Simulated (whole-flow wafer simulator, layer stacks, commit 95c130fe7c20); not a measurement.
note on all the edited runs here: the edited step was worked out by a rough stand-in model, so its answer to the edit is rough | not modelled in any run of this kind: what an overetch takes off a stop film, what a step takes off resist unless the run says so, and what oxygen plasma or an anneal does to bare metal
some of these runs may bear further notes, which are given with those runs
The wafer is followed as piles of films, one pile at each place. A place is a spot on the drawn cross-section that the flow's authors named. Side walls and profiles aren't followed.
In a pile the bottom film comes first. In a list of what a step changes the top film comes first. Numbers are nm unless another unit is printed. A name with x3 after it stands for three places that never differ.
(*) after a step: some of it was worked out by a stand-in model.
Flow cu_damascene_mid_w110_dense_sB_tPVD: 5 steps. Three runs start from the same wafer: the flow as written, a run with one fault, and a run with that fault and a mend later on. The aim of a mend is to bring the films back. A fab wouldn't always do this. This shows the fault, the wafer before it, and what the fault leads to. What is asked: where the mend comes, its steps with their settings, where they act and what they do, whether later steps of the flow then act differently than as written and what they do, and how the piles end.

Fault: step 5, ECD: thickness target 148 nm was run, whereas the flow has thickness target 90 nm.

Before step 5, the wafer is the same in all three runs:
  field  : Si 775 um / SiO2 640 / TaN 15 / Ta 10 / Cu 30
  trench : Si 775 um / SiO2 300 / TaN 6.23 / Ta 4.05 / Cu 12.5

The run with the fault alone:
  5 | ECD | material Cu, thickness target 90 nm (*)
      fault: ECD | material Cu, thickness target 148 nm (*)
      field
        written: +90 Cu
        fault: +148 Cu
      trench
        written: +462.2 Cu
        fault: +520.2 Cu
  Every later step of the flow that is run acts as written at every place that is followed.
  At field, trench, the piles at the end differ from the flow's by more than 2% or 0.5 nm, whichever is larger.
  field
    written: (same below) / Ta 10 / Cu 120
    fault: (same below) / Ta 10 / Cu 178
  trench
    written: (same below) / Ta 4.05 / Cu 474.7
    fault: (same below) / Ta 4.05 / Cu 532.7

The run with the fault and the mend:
  The mend stands after step 5.
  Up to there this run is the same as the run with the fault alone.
  5a | ETCH | chemistry cu recess dil, depth target 58 nm
      field, trench
        -58 Cu
  Every later step of the flow that is run acts as written at every place that is followed.
  At every place that both follow, the piles at the end match the flow's.
